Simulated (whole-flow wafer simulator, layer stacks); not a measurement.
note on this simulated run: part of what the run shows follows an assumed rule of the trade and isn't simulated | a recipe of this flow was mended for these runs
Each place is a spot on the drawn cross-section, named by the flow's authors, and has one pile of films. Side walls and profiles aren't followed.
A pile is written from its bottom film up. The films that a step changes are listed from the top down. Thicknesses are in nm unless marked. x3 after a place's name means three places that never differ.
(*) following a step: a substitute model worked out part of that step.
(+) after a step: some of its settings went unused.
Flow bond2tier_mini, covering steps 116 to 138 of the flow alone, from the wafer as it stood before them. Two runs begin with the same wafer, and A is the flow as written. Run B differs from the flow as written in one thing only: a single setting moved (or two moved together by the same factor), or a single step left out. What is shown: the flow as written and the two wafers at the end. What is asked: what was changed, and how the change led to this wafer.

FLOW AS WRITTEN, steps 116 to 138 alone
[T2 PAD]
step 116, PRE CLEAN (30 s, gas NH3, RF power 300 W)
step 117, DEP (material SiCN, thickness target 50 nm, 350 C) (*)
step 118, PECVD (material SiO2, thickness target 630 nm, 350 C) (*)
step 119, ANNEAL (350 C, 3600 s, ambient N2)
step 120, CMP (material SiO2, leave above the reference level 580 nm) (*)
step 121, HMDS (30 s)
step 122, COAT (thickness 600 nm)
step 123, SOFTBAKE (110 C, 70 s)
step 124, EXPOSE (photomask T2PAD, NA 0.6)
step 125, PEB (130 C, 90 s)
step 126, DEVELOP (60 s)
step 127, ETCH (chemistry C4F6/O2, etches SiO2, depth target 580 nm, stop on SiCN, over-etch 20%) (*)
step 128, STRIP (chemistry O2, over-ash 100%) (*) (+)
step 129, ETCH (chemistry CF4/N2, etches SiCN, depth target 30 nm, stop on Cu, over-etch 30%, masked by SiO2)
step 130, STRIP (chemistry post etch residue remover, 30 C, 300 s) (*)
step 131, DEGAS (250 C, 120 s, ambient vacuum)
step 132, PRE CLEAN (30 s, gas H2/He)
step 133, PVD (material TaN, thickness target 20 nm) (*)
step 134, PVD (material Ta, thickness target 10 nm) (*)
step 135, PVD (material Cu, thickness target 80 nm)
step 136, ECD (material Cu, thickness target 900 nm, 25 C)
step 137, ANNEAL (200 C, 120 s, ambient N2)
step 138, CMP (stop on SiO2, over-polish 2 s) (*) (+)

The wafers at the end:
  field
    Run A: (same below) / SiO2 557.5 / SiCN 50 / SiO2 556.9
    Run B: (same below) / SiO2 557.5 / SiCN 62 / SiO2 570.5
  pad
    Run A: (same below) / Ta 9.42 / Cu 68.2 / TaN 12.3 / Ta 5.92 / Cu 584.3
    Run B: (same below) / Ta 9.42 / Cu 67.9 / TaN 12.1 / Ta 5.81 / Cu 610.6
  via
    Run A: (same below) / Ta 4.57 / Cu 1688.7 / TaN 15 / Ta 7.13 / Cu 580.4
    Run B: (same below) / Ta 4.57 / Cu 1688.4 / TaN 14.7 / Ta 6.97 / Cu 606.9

The reason: step 117, DEP: thickness target 62 nm was run, whereas the flow has thickness target 50 nm; step 127, ETCH: depth target 719.2 nm was run, where the flow has depth target 580 nm.
One can read it off the wafer: field has SiCN 62, and step 117 as written asks for 50 nm.

The path from the change to this, step by step:
  step 117, DEP (material SiCN, thickness target 50 nm, 350 C) (*)
      field, pad, via: A +50 SiCN (new film) | B +62 SiCN (new film)
  step 127, ETCH (chemistry C4F6/O2, etches SiO2, depth target 580 nm, stop on SiCN, over-etch 20%) (*)
      pad, via: A -580 SiO2 (all of it), -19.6 SiCN | B -580 SiO2 (all of it), -47.7 SiCN
      field: A -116 thick-KrF-resist | B -143.8 thick-KrF-resist
  step 128, STRIP (chemistry O2, over-ash 100%) (*) (+)
      field: A -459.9 thick-KrF-resist (all of it) | B -432.1 thick-KrF-resist (all of it)
  step 129, ETCH (chemistry CF4/N2, etches SiCN, depth target 30 nm, stop on Cu, over-etch 30%, masked by SiO2)
      pad, via: A -30.4 SiCN (all of it), -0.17 Cu | B -14.3 SiCN (all of it), -0.49 Cu
      field: A -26 SiO2 | B -12.4 SiO2
  step 135, PVD (material Cu, thickness target 80 nm)
      via: A +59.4 Cu (new film) | B +58.2 Cu (new film)
